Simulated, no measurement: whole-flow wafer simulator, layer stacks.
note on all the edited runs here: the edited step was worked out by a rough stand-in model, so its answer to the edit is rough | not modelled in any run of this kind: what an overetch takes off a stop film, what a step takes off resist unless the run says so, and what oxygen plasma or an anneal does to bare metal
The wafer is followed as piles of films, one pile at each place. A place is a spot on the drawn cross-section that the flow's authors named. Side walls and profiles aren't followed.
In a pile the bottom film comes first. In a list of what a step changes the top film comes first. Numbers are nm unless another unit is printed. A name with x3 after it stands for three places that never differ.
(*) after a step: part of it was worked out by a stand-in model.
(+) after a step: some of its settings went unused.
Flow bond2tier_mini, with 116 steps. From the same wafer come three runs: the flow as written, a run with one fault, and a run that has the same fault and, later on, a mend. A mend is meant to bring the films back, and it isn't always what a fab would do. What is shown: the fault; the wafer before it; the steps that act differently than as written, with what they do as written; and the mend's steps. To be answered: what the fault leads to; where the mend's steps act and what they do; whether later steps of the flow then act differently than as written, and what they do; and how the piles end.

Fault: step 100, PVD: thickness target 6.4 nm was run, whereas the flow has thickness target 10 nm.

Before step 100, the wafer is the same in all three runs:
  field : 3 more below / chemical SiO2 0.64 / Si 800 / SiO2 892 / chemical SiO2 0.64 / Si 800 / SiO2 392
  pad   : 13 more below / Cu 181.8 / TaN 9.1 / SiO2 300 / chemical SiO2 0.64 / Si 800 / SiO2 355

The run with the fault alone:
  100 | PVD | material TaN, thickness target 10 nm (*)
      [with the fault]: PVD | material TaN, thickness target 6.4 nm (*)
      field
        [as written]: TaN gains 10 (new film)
        [with the fault]: TaN gains 6.4 (new film)
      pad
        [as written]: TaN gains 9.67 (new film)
        [with the fault]: TaN gains 6.19 (new film)
  Later steps of the flow acting differently than as written (not shown: 1 more step that differs only slightly, by at most 2% or 0.5 nm, whichever is larger):
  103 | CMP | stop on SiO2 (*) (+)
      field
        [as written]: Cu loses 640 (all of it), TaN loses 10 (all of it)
        [with the fault]: Cu loses 640 (all of it), TaN loses 6.4 (all of it)
  The piles end different from the flow's at pad by more than 2% or 0.5 nm, whichever is larger.
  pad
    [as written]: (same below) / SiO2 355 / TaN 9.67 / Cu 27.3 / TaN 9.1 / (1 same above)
    [with the fault]: (same below) / SiO2 355 / TaN 6.19 / Cu 30.8 / TaN 9.1 / (1 same above)

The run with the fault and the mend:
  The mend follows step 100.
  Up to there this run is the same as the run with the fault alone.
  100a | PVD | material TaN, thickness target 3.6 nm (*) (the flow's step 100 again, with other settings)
      field
        TaN gains 3.6
      pad
        TaN gains 3.48
  Later steps of the flow that are run all act as written at every place that is followed.
  The piles end the same as the flow's at every place that both follow.
